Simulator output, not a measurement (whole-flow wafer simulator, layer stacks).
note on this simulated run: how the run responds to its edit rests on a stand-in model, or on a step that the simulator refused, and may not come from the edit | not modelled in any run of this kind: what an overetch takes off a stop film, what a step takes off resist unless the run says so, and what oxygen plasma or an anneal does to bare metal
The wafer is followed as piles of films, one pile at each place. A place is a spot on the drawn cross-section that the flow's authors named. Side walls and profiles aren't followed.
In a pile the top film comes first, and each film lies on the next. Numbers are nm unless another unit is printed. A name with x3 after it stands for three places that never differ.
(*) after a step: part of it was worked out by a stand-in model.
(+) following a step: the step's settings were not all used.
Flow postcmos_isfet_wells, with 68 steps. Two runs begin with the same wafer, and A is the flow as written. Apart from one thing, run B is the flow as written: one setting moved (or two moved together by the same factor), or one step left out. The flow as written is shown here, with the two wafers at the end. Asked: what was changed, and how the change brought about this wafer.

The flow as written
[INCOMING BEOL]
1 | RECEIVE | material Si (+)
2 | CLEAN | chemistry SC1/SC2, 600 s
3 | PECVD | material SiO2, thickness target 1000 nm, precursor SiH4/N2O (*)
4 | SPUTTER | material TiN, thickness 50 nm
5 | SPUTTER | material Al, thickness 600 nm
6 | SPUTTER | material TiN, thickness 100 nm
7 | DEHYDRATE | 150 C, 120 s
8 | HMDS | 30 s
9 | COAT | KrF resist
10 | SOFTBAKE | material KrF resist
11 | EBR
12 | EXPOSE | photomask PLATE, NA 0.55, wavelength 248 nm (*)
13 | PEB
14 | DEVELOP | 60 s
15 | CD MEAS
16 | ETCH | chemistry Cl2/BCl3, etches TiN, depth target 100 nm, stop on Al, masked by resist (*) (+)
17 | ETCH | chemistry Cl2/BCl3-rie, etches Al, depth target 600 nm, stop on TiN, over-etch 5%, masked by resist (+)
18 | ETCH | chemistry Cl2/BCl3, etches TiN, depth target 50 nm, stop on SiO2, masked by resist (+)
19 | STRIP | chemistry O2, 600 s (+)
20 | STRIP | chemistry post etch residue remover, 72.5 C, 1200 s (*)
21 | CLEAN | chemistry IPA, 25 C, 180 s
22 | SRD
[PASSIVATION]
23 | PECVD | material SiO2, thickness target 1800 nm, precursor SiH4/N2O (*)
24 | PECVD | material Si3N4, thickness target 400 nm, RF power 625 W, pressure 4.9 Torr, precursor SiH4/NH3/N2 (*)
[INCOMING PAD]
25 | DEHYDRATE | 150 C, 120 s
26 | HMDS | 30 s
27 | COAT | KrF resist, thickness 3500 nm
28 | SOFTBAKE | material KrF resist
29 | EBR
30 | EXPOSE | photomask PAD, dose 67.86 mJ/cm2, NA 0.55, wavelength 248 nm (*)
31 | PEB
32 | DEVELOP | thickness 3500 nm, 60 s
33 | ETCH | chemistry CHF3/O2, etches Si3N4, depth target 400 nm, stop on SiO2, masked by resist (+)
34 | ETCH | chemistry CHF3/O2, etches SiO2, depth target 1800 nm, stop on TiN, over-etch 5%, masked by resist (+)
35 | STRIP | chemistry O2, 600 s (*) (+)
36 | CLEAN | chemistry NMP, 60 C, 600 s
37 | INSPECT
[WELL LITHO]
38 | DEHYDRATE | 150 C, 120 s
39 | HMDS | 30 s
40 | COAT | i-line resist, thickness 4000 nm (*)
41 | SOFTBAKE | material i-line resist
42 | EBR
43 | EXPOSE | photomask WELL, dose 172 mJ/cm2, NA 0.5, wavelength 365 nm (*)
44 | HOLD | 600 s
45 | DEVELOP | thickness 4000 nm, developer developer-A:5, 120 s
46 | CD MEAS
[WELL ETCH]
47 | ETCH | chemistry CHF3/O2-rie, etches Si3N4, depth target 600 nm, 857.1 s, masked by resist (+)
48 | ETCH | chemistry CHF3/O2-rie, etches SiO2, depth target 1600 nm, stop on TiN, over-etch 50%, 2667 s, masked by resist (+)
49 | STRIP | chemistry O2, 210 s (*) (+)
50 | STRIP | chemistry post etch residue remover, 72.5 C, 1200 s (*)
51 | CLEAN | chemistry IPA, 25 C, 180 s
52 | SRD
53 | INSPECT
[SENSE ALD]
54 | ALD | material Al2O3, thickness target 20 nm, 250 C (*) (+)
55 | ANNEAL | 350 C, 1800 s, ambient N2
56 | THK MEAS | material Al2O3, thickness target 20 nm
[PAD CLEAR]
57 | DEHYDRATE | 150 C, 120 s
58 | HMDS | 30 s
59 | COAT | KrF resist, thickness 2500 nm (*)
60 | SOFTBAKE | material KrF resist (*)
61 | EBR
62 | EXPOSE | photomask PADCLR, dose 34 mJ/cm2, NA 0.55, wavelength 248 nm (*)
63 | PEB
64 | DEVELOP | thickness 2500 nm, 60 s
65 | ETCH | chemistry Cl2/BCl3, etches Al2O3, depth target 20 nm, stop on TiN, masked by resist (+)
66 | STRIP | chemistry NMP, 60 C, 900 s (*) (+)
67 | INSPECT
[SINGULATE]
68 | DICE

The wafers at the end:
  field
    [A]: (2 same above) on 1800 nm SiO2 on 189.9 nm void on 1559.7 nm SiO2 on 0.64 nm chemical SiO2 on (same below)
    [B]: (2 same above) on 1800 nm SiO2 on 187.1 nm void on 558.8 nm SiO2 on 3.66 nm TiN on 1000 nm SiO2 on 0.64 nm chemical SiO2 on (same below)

The reason: step 18, ETCH: depth target 45.92 nm was run, though the flow has depth target 50 nm.

The path from the change to this, step by step:
  18 | ETCH | chemistry Cl2/BCl3, etches TiN, depth target 50 nm, stop on SiO2, masked by resist (+)
      field: A -50 TiN (all of it) | B -45.9 TiN
      margin, well900, well1300 x3, pad_rim, pad_clr, pad_open: A -20 KrF resist | B -18.4 KrF resist
  23 | PECVD | material SiO2, thickness target 1800 nm, precursor SiH4/N2O (*)
      field: A +1800 SiO2 (new film), +189.9 void (new film), +559.7 SiO2 | B +1800 SiO2 (new film), +187.1 void (new film), +558.8 SiO2 (new film)
With metal films that touch counted as one body, field has 1 body; the flow as written gives 0 bodies.
